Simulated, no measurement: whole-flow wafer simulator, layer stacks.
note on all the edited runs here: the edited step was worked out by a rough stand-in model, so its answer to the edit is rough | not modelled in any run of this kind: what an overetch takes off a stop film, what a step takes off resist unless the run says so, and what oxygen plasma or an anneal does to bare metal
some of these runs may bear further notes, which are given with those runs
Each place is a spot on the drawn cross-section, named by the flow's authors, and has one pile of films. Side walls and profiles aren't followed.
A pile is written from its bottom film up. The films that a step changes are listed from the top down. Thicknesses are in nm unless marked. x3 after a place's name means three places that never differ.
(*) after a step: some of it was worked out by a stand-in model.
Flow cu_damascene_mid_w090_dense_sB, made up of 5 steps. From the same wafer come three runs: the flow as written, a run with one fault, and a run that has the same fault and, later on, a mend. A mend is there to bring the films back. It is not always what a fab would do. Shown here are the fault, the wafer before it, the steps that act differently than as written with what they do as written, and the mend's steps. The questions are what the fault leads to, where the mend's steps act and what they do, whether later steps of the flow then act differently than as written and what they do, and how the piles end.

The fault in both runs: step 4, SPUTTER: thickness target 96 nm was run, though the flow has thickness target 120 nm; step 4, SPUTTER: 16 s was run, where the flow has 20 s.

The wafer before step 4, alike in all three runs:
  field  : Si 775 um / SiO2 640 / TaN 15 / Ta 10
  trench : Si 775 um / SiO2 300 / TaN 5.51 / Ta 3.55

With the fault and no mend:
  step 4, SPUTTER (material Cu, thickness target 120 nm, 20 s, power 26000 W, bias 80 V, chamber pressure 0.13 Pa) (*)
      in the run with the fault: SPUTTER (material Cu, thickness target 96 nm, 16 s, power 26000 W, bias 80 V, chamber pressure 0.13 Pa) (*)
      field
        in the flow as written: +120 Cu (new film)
        in the run with the fault: +96 Cu (new film)
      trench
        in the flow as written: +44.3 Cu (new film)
        in the run with the fault: +35.5 Cu (new film)
  Steps later in the flow that act otherwise than as written:
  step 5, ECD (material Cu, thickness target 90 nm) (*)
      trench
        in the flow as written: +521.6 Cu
        in the run with the fault: +506.5 Cu
  At field, trench, the piles at the end differ from the flow's by more than 2% or 0.5 nm, whichever is larger.
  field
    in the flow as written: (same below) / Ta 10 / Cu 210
    in the run with the fault: (same below) / Ta 10 / Cu 186
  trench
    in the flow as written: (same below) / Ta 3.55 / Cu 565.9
    in the run with the fault: (same below) / Ta 3.55 / Cu 541.9

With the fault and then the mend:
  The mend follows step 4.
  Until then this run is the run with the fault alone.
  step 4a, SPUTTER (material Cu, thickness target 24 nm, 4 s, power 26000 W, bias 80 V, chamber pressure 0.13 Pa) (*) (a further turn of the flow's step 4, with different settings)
      field
        +24 Cu
      trench
        +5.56 Cu
  Later steps of the flow that are run all act as written at every place that is followed, up to a difference of at most 2% or 0.5 nm, whichever is larger.
  At every place that both follow, the piles at the end match the flow's.
